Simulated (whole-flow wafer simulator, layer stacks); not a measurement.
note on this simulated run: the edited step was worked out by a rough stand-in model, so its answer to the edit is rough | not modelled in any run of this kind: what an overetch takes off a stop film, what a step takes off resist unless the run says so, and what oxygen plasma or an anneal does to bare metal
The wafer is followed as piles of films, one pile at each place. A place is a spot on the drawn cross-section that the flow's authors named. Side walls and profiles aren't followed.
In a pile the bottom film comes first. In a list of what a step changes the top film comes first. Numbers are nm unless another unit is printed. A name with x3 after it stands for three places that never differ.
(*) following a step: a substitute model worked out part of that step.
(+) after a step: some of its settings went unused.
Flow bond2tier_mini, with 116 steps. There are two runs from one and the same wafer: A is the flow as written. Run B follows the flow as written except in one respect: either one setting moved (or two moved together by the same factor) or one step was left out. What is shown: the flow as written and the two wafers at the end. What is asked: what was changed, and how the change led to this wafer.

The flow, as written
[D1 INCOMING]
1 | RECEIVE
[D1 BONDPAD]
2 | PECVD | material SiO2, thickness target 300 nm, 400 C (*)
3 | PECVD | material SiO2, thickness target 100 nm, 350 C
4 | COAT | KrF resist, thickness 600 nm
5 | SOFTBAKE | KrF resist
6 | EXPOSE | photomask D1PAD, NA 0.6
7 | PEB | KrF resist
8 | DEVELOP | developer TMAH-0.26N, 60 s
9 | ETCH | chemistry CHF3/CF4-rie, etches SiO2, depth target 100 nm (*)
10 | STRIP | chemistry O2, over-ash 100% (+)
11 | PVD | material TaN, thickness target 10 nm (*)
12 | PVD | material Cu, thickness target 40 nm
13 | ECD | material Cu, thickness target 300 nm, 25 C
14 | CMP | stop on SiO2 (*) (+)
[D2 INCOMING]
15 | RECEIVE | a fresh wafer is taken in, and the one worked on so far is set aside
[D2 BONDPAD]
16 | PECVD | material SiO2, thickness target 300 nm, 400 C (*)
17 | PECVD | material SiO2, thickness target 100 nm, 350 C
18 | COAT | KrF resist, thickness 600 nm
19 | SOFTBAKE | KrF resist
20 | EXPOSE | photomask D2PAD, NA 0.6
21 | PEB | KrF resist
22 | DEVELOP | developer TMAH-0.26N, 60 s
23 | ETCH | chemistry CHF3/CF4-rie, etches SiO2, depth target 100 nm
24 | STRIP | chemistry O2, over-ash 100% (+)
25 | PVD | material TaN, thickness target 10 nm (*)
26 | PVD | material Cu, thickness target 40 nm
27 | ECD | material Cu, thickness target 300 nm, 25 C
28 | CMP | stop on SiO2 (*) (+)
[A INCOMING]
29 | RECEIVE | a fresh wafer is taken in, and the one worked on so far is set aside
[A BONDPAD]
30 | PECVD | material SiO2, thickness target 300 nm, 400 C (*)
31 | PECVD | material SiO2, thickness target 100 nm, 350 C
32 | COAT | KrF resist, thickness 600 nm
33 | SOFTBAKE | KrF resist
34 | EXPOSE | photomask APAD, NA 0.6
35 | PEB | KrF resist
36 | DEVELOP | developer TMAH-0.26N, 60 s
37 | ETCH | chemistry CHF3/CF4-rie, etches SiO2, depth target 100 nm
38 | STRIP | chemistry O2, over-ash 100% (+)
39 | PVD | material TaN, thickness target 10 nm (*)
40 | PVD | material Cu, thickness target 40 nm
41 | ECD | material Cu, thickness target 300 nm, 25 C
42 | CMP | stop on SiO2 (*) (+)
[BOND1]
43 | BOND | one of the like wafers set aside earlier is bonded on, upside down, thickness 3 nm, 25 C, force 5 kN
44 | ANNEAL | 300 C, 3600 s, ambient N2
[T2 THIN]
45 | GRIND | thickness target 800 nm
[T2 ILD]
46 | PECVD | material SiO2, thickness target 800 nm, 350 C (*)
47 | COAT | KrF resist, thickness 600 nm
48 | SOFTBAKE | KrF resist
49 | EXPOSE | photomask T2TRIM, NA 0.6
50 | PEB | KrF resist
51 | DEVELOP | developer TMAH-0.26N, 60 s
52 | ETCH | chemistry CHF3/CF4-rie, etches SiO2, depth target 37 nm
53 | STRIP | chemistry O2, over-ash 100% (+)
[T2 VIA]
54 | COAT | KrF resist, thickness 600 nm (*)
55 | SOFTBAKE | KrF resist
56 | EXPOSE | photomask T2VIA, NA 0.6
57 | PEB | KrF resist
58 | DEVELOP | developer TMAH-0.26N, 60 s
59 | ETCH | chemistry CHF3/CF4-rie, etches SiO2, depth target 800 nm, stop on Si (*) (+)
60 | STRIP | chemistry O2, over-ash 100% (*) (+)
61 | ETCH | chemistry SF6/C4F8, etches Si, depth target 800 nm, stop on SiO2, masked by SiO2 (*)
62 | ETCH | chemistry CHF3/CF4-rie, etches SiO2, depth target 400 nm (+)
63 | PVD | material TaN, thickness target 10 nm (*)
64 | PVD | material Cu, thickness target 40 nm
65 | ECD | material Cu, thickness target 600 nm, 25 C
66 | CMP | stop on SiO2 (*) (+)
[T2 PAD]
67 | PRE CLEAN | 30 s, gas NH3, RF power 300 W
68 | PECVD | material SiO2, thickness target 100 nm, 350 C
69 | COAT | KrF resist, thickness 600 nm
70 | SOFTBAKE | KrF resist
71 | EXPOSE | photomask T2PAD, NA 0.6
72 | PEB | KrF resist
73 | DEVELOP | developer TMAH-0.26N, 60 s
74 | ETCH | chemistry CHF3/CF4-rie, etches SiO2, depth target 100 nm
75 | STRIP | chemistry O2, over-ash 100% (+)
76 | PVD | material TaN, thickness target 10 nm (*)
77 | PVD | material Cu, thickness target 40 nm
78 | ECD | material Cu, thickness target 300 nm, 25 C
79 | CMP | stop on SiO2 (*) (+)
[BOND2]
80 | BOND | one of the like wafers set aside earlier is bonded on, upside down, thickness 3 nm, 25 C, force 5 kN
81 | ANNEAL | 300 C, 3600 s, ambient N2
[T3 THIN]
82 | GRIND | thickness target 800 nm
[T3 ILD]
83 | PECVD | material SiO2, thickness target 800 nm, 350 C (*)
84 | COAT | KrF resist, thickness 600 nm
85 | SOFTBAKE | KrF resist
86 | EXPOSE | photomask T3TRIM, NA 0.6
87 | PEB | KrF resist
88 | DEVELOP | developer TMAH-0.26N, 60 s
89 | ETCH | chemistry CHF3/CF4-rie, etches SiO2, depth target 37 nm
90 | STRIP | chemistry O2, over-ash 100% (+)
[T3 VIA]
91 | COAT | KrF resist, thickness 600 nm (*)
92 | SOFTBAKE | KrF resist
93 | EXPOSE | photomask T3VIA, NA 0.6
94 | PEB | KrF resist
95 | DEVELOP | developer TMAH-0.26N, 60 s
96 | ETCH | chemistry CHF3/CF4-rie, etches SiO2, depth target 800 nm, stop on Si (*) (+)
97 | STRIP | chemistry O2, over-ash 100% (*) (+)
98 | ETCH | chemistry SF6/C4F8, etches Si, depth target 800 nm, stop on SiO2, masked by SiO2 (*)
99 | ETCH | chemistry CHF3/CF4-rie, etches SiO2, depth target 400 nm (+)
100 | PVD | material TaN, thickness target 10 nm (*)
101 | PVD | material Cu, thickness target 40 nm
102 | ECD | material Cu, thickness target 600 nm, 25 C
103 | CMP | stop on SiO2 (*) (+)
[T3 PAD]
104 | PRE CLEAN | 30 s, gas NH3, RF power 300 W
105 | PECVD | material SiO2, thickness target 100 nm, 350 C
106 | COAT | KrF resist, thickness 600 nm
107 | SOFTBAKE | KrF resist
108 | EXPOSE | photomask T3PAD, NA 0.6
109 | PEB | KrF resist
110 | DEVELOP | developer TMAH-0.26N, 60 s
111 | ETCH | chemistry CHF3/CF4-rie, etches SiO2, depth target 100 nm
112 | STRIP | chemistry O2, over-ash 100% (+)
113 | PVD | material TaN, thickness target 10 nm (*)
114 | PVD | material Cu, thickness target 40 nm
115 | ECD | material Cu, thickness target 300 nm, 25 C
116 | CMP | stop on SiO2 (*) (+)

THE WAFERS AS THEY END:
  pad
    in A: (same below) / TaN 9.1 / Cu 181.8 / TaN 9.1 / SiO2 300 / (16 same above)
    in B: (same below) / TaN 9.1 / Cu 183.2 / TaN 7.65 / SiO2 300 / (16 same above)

Cause: step 11, PVD: thickness target 8.4 nm was run, whereas the flow has thickness target 10 nm.

Step by step, how the change led to this:
  11 | PVD | material TaN, thickness target 10 nm (*)
      field: A +10 TaN (new film) | B +8.4 TaN (new film)
      pad: A +9.1 TaN (new film) | B +7.65 TaN (new film)
      (as well as at 1 more place)
  14 | CMP | stop on SiO2 (*) (+)
      field: A -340 Cu (all of it), -10 TaN (all of it) | B -340 Cu (all of it), -8.4 TaN (all of it)
  43 | BOND | one of the like wafers set aside earlier is bonded on, upside down, thickness 3 nm, 25 C, force 5 kN
      pad: A +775 um Si (new film), +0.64 chemical SiO2 (new film), +300 SiO2 (new film), +9.1 TaN (new film), +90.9 Cu | B +775 um Si (new film), +0.64 chemical SiO2 (new film), +300 SiO2 (new film), +7.65 TaN (new film), +92.4 Cu
      via: A +775 um Si (new film), +0.64 chemical SiO2 (new film), +300 SiO2 (new film), +9.97 TaN (new film), +90 Cu | B +775 um Si (new film), +0.64 chemical SiO2 (new film), +300 SiO2 (new film), +8.38 TaN (new film), +91.6 Cu
